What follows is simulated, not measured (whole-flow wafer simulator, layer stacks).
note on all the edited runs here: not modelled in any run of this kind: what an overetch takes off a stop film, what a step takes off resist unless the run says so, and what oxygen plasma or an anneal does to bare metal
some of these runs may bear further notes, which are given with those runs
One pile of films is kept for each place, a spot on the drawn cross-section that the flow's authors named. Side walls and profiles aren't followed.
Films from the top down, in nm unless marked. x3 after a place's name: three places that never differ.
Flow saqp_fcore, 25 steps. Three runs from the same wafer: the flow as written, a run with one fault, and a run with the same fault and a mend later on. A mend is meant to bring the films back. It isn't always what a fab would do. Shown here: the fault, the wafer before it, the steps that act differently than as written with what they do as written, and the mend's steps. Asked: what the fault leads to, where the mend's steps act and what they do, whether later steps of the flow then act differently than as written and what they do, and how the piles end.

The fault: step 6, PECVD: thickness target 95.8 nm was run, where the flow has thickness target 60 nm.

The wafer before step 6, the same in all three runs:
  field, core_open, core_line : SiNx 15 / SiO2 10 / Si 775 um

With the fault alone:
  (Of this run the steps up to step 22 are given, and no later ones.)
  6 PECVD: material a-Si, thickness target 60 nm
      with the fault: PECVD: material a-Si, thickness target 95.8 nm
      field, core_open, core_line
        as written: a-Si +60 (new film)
        with the fault: a-Si +95.8 (new film)
  No later step of the flow up to step 22 acts differently than as written at any place that is followed.
  After step 22 the piles differ from the flow's by more than 2% or 0.5 nm, whichever is larger, at field, core_open, core_line.
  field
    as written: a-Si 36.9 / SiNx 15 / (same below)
    with the fault: a-Si 72.7 / SiNx 15 / (same below)
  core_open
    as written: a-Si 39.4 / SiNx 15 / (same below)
    with the fault: a-Si 75.2 / SiNx 15 / (same below)
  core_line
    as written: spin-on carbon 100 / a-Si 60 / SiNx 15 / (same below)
    with the fault: spin-on carbon 100 / a-Si 95.8 / SiNx 15 / (same below)

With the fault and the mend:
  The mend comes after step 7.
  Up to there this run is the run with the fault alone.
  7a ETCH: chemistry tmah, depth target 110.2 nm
      field, core_open, core_line
        a-Si -95.8 (all of it)
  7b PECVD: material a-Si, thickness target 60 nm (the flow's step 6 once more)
      field, core_open, core_line
        a-Si +60 (new film)
  No later step of the flow acts differently than as written at any place that is followed.
  At the end the piles are the same as the flow's at every place that both follow.
